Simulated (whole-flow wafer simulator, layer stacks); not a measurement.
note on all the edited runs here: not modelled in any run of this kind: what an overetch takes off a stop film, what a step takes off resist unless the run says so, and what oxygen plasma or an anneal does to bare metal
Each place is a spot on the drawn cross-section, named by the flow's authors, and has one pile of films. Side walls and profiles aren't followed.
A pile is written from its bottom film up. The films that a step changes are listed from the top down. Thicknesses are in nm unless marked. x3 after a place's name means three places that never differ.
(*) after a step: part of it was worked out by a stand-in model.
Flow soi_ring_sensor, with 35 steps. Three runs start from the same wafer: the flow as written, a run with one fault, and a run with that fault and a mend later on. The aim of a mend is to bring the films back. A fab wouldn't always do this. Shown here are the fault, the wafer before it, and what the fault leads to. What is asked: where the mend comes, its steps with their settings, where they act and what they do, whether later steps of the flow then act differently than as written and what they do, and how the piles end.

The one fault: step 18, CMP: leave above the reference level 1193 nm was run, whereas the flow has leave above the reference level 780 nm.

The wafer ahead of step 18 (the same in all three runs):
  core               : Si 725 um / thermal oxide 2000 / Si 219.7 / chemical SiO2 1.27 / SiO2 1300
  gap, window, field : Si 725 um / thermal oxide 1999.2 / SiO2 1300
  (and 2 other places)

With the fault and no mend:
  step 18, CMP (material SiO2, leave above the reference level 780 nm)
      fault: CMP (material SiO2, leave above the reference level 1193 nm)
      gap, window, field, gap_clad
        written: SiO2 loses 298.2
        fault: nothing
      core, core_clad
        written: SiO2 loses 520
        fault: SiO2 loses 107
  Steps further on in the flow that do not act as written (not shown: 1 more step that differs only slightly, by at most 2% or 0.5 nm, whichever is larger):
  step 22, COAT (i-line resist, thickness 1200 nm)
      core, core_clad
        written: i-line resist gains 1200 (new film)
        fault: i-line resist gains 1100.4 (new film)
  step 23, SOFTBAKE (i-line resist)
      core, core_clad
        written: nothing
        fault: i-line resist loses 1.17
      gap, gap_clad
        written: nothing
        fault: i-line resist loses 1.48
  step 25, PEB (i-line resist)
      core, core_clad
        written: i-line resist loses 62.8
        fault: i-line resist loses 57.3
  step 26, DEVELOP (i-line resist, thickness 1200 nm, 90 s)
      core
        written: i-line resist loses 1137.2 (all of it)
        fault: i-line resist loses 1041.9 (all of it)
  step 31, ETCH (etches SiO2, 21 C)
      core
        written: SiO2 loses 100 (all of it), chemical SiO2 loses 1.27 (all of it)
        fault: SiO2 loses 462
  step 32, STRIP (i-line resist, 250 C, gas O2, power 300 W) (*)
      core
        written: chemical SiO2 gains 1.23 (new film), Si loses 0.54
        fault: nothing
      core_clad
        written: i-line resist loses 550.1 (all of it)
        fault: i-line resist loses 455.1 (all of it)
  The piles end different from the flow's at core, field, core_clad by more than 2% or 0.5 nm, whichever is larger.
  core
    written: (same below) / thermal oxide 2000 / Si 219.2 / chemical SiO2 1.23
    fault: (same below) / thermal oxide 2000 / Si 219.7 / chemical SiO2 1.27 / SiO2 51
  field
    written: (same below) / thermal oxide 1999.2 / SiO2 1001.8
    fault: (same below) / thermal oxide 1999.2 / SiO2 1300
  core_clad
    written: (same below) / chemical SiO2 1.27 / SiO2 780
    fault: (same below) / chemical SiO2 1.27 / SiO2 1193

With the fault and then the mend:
  The mend follows step 19.
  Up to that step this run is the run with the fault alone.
  step 19a, CMP (material SiO2, leave above the reference level 780 nm) (a further turn of the flow's step 18)
      gap, window, field, gap_clad
        SiO2 loses 298.2
      core, core_clad
        SiO2 loses 413
  None of the later steps of the flow acts differently than as written at any place that is followed.
  By the end, the piles equal the flow's at every place that both follow.
